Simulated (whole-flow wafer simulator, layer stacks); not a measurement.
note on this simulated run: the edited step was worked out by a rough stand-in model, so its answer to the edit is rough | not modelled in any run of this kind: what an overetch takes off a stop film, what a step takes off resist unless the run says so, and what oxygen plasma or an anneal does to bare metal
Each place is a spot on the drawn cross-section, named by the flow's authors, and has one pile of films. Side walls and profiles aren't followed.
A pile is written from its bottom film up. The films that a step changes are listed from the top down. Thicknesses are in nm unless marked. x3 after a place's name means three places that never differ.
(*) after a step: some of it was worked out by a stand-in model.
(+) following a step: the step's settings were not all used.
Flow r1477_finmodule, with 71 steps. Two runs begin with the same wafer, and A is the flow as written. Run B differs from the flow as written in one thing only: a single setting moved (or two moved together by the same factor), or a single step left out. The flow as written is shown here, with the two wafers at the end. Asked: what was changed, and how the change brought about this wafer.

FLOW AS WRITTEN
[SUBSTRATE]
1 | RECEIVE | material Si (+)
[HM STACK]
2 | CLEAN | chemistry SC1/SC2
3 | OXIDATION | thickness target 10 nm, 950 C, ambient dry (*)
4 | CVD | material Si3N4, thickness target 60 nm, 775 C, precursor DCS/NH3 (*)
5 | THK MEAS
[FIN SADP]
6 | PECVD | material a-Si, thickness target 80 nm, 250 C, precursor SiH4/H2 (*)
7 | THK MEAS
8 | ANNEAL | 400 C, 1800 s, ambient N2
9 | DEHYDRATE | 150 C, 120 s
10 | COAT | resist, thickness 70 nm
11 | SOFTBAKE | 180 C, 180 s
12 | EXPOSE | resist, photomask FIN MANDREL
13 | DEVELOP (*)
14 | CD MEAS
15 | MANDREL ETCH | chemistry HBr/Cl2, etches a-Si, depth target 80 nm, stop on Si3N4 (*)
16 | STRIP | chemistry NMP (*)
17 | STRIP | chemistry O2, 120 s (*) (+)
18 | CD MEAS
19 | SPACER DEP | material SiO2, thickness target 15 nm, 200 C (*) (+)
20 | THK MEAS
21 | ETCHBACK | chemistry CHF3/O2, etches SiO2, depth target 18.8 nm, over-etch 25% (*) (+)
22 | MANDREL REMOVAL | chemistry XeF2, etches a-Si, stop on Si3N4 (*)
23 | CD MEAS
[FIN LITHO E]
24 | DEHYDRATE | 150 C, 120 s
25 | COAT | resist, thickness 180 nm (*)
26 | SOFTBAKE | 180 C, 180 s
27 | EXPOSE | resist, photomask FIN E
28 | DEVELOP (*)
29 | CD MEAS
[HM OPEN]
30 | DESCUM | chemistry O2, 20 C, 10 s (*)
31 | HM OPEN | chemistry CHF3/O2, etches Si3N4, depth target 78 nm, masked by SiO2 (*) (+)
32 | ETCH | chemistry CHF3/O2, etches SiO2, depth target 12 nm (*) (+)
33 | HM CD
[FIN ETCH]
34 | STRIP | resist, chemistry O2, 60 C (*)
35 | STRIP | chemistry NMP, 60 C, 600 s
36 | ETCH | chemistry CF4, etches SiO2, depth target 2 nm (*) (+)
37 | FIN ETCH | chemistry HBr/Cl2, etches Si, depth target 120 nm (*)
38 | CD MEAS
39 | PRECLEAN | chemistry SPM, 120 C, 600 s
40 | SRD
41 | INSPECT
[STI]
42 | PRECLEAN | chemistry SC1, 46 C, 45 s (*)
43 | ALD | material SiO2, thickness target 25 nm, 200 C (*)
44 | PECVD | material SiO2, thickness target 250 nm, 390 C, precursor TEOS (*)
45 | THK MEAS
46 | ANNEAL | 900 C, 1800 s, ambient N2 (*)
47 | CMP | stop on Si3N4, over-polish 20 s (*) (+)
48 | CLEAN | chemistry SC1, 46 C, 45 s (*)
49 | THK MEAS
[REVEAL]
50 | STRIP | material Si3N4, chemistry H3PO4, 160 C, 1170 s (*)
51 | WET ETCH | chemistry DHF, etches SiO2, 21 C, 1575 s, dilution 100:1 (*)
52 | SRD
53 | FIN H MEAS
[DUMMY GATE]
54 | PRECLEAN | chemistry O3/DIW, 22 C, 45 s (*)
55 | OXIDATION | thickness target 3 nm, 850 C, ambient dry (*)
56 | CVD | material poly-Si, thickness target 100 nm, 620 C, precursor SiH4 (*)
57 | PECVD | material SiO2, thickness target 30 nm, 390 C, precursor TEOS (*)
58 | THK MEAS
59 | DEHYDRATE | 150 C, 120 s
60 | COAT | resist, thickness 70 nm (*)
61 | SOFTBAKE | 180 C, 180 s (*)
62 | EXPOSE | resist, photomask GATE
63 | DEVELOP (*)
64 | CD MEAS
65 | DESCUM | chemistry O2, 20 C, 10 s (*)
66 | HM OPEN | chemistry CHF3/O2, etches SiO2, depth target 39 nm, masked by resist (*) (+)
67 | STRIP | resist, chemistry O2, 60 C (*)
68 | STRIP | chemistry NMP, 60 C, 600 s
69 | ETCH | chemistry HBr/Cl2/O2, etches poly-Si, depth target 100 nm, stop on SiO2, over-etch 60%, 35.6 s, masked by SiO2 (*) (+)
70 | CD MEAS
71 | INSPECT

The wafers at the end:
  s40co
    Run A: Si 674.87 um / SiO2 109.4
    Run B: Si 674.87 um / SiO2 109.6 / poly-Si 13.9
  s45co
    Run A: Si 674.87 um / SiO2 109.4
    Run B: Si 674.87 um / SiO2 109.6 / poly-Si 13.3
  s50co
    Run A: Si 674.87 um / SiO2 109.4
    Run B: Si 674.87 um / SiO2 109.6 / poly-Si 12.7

The reason: step 69, ETCH: depth target 61 nm was run, while the flow as written has depth target 100 nm; step 69, ETCH: 21.7 s was run, where the flow has 35.6 s.

Step by step, how the change led to this:
  69 | ETCH | chemistry HBr/Cl2/O2, etches poly-Si, depth target 100 nm, stop on SiO2, over-etch 60%, 35.6 s, masked by SiO2 (*) (+)
      s40co: A -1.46 chemical SiO2 (all of it), -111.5 poly-Si (all of it), -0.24 SiO2 | B -1.46 chemical SiO2 (all of it), -97.6 poly-Si
      s45co: A -1.46 chemical SiO2 (all of it), -110.9 poly-Si (all of it), -0.25 SiO2 | B -1.46 chemical SiO2 (all of it), -97.6 poly-Si
      (and at 19 other places as well)
